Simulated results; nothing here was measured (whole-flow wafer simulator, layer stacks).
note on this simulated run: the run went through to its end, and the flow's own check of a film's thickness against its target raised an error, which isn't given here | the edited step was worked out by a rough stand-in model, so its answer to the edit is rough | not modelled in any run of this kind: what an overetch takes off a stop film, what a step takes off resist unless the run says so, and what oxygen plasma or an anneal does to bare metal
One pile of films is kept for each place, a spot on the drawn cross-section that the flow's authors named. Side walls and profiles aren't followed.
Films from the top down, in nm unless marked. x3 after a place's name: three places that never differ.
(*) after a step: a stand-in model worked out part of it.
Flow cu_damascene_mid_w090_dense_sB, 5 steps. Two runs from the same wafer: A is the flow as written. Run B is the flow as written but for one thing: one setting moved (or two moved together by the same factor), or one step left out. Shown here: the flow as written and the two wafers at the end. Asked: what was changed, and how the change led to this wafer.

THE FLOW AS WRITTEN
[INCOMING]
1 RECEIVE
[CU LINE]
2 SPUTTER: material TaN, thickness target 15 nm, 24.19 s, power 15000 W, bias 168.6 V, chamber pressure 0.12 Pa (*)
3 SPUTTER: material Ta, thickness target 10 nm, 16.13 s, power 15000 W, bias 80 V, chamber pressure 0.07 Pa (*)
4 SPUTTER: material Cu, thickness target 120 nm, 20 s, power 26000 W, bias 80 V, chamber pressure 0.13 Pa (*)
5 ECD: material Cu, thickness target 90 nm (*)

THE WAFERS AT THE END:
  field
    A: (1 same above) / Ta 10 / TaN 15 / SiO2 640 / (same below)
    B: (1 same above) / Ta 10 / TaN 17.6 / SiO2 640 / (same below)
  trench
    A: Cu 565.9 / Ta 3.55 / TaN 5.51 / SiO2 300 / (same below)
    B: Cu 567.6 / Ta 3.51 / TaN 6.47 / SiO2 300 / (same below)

The cause: step 2, SPUTTER: thickness target 17.6 nm was run, where the flow has thickness target 15 nm; step 2, SPUTTER: 28.42 s was run, where the flow has 24.19 s.
It can be read off the wafer: field has TaN 17.6, and step 2 as written asks for 15 nm.

How the change led to this, step by step:
  2 SPUTTER: material TaN, thickness target 15 nm, 24.19 s, power 15000 W, bias 168.6 V, chamber pressure 0.12 Pa (*)
      field: A TaN +15 (new film) | B TaN +17.6 (new film)
      trench: A TaN +5.51 (new film) | B TaN +6.47 (new film)
